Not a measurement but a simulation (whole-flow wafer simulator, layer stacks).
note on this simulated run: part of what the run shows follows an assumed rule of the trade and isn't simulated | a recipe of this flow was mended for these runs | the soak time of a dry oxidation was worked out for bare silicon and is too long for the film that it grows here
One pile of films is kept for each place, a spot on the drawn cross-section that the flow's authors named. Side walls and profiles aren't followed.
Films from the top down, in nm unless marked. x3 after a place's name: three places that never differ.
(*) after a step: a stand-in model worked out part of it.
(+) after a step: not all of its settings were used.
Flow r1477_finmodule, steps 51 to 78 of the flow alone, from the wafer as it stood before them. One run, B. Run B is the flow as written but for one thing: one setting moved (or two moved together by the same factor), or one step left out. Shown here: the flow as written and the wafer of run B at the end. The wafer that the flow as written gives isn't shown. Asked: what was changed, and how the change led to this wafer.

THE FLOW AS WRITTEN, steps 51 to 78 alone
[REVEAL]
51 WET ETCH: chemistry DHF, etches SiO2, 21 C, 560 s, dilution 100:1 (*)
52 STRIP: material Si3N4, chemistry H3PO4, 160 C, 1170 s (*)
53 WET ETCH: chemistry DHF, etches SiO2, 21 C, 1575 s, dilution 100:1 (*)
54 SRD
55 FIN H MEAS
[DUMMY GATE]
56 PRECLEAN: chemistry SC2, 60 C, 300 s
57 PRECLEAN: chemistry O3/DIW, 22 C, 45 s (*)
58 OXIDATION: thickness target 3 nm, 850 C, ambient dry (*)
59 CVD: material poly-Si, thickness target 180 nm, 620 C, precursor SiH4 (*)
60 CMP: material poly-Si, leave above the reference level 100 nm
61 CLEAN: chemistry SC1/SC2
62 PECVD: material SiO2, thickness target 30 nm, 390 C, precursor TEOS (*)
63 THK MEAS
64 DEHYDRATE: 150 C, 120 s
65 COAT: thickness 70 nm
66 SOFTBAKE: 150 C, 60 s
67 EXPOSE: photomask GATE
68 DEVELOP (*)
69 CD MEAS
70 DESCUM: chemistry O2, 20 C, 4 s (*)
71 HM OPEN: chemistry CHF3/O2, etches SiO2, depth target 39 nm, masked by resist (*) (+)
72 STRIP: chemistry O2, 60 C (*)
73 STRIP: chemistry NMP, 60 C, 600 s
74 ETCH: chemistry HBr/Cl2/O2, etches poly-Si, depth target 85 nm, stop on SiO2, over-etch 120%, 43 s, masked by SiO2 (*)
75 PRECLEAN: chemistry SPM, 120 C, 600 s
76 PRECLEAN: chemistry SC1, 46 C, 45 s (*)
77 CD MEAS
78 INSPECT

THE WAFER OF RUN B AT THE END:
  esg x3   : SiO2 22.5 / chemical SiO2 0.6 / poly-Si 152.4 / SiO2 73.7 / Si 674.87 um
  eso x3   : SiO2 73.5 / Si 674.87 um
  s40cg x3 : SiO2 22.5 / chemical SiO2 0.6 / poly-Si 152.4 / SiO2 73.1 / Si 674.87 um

The cause: step 53, WET ETCH: 1701 s was run, where the flow has 1575 s.

How the change led to this, step by step:
  53 WET ETCH: chemistry DHF, etches SiO2, 21 C, 1575 s, dilution 100:1 (*)
      esg x3, e200sg, s40cg x3, s40sg x3, eso x3, e200so, s40co x3, s40so x3: SiO2 -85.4 (as written it would be: SiO2 -79.1)
      pad, padg: SiO2 -92.5 (as written it would be: SiO2 -85.7)
  59 CVD: material poly-Si, thickness target 180 nm, 620 C, precursor SiH4 (*)
      esg x3, s40cg x3, s40sg x3, eso x3, s40co x3, s40so x3: poly-Si +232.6 (new film) (as written it would be: poly-Si +226.3 (new film))
      e200sg, e200so: poly-Si +232.6 (new film) (as written it would be: poly-Si +219.2 (new film))
  60 CMP: material poly-Si, leave above the reference level 100 nm
      pad, padg: poly-Si -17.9 (as written it would be: poly-Si -24.8)
      e200sg, e200so: poly-Si -80 (as written it would be: poly-Si -72.9)
  74 ETCH: chemistry HBr/Cl2/O2, etches poly-Si, depth target 85 nm, stop on SiO2, over-etch 120%, 43 s, masked by SiO2 (*)
      eso x3, e200so, s40co x3, s40so x3: chemical SiO2 -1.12 (all of it), poly-Si -150.2 (all of it), SiO2 -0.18 (as written it would be: chemical SiO2 -1.12 (all of it), poly-Si -143.9 (all of it), SiO2 -0.22)
      pad: chemical SiO2 -1.12 (all of it), poly-Si -159.6 (all of it), SiO2 -0.14 (as written it would be: chemical SiO2 -1.12 (all of it), poly-Si -152.8 (all of it), SiO2 -0.17)
